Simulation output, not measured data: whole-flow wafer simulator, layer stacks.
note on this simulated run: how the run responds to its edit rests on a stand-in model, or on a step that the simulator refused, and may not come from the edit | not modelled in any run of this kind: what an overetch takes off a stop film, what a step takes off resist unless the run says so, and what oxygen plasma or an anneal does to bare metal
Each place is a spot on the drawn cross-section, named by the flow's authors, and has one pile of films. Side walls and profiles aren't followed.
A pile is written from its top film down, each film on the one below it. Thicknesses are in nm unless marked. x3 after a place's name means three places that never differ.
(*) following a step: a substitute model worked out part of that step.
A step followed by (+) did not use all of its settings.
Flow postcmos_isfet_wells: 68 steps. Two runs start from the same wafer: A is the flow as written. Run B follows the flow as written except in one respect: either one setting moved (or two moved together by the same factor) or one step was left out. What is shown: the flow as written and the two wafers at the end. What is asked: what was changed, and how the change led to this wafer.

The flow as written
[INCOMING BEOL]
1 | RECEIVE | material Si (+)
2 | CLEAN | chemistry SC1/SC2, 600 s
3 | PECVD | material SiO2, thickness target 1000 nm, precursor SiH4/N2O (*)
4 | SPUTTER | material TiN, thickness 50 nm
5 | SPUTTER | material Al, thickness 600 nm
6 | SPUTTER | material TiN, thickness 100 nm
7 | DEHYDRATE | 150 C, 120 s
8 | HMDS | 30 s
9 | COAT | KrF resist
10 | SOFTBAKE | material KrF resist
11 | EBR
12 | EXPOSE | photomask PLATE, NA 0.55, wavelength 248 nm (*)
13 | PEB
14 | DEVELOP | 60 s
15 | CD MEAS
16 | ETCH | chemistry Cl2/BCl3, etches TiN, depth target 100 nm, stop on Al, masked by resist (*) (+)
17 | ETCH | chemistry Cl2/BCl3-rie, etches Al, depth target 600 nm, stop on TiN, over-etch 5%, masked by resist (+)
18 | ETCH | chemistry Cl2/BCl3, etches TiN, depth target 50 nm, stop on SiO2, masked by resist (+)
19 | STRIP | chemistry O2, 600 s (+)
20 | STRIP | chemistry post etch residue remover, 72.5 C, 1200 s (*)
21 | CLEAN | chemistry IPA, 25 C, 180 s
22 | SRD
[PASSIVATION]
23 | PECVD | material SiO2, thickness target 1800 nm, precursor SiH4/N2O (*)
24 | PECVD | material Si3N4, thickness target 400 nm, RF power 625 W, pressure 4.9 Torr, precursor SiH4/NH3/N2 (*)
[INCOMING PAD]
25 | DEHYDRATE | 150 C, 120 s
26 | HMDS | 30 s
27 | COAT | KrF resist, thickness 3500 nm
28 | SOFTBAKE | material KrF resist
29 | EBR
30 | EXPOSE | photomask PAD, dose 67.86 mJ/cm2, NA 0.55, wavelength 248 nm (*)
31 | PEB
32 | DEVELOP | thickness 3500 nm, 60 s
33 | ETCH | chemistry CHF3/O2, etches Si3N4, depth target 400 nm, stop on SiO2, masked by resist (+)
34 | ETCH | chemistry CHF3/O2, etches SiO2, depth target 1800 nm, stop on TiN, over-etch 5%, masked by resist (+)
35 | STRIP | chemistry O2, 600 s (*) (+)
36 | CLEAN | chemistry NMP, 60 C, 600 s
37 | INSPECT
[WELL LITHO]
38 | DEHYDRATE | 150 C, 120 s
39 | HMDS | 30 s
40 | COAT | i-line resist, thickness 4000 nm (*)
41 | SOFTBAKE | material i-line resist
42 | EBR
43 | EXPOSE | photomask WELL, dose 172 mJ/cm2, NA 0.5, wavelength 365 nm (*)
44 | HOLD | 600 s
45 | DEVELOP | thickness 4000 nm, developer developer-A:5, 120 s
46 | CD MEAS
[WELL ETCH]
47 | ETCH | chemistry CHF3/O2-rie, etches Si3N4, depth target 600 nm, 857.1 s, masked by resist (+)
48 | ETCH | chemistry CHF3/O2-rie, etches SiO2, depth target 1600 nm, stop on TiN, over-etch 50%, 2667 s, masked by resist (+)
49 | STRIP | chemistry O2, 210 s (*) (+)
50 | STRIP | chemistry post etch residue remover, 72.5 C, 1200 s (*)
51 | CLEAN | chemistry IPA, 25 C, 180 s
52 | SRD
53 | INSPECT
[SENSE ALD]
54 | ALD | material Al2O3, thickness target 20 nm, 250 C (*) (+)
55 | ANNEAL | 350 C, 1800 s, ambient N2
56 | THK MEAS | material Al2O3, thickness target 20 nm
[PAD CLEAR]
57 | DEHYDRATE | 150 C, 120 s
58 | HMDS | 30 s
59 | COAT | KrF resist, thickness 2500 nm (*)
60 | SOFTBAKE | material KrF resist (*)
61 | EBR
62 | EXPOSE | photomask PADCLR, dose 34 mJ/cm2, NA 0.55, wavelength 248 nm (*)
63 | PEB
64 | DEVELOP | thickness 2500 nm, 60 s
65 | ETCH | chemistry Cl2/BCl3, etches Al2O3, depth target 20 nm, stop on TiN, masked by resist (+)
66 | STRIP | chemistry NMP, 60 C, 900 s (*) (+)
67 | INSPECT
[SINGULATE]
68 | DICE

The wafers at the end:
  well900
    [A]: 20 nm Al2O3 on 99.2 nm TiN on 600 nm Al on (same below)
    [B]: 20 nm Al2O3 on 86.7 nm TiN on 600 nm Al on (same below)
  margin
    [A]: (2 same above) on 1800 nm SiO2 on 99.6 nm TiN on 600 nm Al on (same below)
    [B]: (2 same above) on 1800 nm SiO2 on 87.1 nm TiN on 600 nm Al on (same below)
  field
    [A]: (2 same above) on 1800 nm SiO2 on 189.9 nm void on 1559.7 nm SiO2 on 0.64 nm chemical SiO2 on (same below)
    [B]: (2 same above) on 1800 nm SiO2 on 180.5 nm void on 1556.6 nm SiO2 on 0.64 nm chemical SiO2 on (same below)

The reason: step 6, SPUTTER: thickness 87.5 nm was run, whereas the flow has thickness 100 nm.

The path from the change to this, step by step:
  6 | SPUTTER | material TiN, thickness 100 nm
      field, margin, well900 and 6 more: A +100 TiN (new film) | B +87.5 TiN (new film)
  16 | ETCH | chemistry Cl2/BCl3, etches TiN, depth target 100 nm, stop on Al, masked by resist (*) (+)
      field: A -100 TiN (all of it) | B -87.5 TiN (all of it)
  23 | PECVD | material SiO2, thickness target 1800 nm, precursor SiH4/N2O (*)
      field: A +1800 SiO2 (new film), +189.9 void (new film), +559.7 SiO2 | B +1800 SiO2 (new film), +180.5 void (new film), +556.6 SiO2
